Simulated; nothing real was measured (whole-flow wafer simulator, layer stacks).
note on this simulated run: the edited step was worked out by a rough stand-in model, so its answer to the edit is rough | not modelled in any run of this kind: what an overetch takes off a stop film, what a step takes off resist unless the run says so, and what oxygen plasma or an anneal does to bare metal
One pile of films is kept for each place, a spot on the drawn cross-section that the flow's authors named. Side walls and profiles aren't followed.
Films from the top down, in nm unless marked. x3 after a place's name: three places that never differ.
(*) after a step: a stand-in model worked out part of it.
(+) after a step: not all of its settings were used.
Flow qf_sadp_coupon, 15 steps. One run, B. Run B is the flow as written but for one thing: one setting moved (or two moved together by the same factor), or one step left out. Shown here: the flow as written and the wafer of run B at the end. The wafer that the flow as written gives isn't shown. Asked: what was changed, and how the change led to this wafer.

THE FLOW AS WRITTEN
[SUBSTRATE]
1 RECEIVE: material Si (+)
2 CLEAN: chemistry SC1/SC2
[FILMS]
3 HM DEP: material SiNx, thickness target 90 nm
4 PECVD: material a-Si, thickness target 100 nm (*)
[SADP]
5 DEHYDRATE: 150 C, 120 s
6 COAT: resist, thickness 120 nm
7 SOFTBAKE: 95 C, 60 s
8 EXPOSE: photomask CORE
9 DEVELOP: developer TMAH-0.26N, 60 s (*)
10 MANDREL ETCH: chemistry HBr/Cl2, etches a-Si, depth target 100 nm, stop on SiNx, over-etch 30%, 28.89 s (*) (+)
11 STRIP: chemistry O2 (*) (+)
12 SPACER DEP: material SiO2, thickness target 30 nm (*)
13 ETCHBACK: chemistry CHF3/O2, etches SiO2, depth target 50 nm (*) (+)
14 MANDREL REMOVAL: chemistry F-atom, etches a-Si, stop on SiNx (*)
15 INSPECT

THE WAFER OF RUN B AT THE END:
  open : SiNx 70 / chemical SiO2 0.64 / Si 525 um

The cause: step 4, PECVD: thickness target 123.3 nm was run, where the flow has thickness target 100 nm.

How the change led to this, step by step:
  4 PECVD: material a-Si, thickness target 100 nm (*)
      m, open: a-Si +123.3 (new film) (as written it would be: a-Si +100 (new film))
  10 MANDREL ETCH: chemistry HBr/Cl2, etches a-Si, depth target 100 nm, stop on SiNx, over-etch 30%, 28.89 s (*) (+)
      open: a-Si -123.3 (all of it), SiNx -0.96 (as written it would be: a-Si -100 (all of it), SiNx -4.29)
  14 MANDREL REMOVAL: chemistry F-atom, etches a-Si, stop on SiNx (*)
      m: a-Si -119.1 (all of it) (as written it would be: a-Si -95.8 (all of it))
